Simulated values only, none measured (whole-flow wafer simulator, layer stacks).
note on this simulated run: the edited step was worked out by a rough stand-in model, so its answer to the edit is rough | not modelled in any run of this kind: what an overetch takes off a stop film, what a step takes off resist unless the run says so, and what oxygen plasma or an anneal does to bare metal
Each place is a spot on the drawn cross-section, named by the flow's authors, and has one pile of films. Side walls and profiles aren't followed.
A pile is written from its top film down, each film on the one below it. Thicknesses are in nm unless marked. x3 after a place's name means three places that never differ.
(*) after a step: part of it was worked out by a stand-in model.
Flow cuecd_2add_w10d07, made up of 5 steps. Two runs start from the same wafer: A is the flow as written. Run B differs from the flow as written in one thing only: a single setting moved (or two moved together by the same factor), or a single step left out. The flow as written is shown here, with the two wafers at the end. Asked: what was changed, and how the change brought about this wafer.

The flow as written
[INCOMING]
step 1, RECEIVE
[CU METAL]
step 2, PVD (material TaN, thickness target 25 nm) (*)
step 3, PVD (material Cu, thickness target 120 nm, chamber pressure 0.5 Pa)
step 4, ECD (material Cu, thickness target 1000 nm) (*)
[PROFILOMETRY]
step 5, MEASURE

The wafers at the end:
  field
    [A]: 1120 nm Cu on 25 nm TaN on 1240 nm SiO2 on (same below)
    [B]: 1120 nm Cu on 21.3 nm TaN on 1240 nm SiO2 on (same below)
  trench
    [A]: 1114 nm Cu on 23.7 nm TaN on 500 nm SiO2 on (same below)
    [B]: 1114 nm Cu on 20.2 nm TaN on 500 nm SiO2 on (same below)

What caused this: step 2, PVD: thickness target 21.3 nm was run, though the flow has thickness target 25 nm.
One can read it off the wafer: field has TaN 21.3, and step 2 as written asks for 25 nm.

The path from the change to this, step by step:
  step 2, PVD (material TaN, thickness target 25 nm) (*)
      field: A TaN gains 25 (new film) | B TaN gains 21.3 (new film)
      trench: A TaN gains 23.7 (new film) | B TaN gains 20.2 (new film)
